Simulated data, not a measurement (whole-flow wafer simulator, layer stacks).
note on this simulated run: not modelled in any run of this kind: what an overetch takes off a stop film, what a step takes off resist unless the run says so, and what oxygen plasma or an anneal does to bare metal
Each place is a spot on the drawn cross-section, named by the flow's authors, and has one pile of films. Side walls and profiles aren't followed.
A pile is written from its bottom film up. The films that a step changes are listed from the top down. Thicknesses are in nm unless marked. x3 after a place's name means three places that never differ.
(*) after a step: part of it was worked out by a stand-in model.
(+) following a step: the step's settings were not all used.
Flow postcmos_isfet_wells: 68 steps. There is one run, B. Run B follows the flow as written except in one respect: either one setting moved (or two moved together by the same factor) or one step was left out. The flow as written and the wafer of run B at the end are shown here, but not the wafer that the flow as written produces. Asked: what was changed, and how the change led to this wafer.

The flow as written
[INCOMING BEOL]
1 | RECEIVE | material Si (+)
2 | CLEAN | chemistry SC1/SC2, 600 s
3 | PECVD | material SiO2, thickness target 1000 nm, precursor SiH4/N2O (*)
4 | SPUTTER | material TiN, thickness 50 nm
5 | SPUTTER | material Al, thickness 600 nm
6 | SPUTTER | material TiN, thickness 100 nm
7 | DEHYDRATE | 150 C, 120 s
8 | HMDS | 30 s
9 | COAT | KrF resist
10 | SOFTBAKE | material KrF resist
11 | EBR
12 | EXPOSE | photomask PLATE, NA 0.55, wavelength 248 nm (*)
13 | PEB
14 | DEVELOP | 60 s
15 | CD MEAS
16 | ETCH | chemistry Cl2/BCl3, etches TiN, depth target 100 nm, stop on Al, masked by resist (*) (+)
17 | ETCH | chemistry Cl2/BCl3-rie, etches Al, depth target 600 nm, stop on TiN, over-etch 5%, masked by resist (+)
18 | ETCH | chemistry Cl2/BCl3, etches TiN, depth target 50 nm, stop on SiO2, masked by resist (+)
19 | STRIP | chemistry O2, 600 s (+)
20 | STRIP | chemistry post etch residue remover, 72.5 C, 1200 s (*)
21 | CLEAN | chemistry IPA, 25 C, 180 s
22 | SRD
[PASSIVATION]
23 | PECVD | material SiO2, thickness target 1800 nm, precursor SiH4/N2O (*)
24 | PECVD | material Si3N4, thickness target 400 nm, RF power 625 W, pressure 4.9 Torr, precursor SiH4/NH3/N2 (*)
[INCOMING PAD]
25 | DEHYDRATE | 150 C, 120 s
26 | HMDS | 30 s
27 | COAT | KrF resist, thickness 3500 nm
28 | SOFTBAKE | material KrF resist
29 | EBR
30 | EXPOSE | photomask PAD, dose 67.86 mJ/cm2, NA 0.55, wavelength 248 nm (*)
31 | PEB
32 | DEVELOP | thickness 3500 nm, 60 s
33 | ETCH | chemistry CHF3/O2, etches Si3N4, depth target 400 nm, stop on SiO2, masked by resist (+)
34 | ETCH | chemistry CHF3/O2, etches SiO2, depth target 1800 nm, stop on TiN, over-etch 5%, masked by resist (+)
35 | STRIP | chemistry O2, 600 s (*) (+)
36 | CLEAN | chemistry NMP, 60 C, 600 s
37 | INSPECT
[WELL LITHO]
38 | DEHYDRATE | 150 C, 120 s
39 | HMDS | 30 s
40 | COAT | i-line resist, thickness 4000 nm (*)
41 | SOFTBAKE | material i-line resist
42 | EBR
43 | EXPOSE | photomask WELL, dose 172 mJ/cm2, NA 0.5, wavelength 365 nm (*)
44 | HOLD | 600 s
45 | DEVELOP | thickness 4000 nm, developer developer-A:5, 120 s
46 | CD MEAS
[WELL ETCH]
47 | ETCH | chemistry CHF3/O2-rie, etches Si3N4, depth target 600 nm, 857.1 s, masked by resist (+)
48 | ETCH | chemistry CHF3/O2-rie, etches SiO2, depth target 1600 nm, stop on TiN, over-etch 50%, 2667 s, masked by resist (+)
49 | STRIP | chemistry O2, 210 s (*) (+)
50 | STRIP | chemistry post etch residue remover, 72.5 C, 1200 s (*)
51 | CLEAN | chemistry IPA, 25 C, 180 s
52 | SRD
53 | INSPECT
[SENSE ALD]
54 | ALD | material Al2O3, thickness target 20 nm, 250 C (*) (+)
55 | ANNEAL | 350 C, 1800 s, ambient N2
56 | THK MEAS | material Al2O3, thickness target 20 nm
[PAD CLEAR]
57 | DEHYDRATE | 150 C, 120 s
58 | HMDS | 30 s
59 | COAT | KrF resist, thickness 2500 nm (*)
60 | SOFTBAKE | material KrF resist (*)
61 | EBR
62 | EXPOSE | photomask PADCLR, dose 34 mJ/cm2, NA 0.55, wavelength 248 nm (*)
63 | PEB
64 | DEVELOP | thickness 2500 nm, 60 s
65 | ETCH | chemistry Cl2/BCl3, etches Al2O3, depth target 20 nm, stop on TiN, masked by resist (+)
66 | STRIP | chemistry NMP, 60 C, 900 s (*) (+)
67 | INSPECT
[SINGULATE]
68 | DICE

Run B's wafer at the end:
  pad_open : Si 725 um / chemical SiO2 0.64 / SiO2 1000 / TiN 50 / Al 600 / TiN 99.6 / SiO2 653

What caused this: step 34, ETCH: depth target 1147 nm was run, while the flow as written has depth target 1800 nm.

How this came from the change, step by step:
  34 | ETCH | chemistry CHF3/O2, etches SiO2, depth target 1800 nm, stop on TiN, over-etch 5%, masked by resist (+)
      pad_open: -1147 SiO2 (in the flow as written it would be: -1800 SiO2 (all of it))
      field, margin, well900, well1300, well2000, well3000, pad_rim, pad_clr: -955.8 KrF resist (in the flow as written it would be: -1500 KrF resist)
  35 | STRIP | chemistry O2, 600 s (*) (+)
      field, margin, well900, well1300, well2000, well3000, pad_rim, pad_clr: -2182.6 KrF resist (all of it) (in the flow as written it would be: -1638.4 KrF resist (all of it))
  40 | COAT | i-line resist, thickness 4000 nm (*)
      pad_clr: +3464.4 i-line resist (new film) (in the flow as written it would be: +3256.8 i-line resist (new film))
      pad_open: +4569.2 i-line resist (new film) (in the flow as written it would be: +4804.7 i-line resist (new film))
  41 | SOFTBAKE | material i-line resist
      pad_clr: -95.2 i-line resist (in the flow as written it would be: -156.7 i-line resist)
      pad_open: +84.7 i-line resist (in the flow as written it would be: +115.3 i-line resist)
  49 | STRIP | chemistry O2, 210 s (*) (+)
      pad_clr: -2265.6 i-line resist (all of it) (in the flow as written it would be: -1996.5 i-line resist (all of it))
      pad_open: -3550.3 i-line resist (all of it) (in the flow as written it would be: -3816.3 i-line resist (all of it))
  59 | COAT | KrF resist, thickness 2500 nm (*)
      pad_rim: +2128.5 KrF resist (new film) (in the flow as written it would be: +1976.4 KrF resist (new film))
      pad_clr: +1916.9 KrF resist (new film) (in the flow as written it would be: +1691.6 KrF resist (new film))
      (and at 1 other place as well)
  60 | SOFTBAKE | material KrF resist (*)
      pad_rim: -0.64 KrF resist (in the flow as written it would be: nothing)
      pad_clr: -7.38 KrF resist (in the flow as written it would be: -9.57 KrF resist)
  64 | DEVELOP | thickness 2500 nm, 60 s
      pad_clr: -1909.5 KrF resist (all of it) (in the flow as written it would be: -1682 KrF resist (all of it))
      pad_open: -2899.4 KrF resist (all of it) (in the flow as written it would be: -3067.2 KrF resist (all of it))
  66 | STRIP | chemistry NMP, 60 C, 900 s (*) (+)
      pad_rim: -2089.1 KrF resist (all of it) (in the flow as written it would be: -1937.7 KrF resist (all of it))
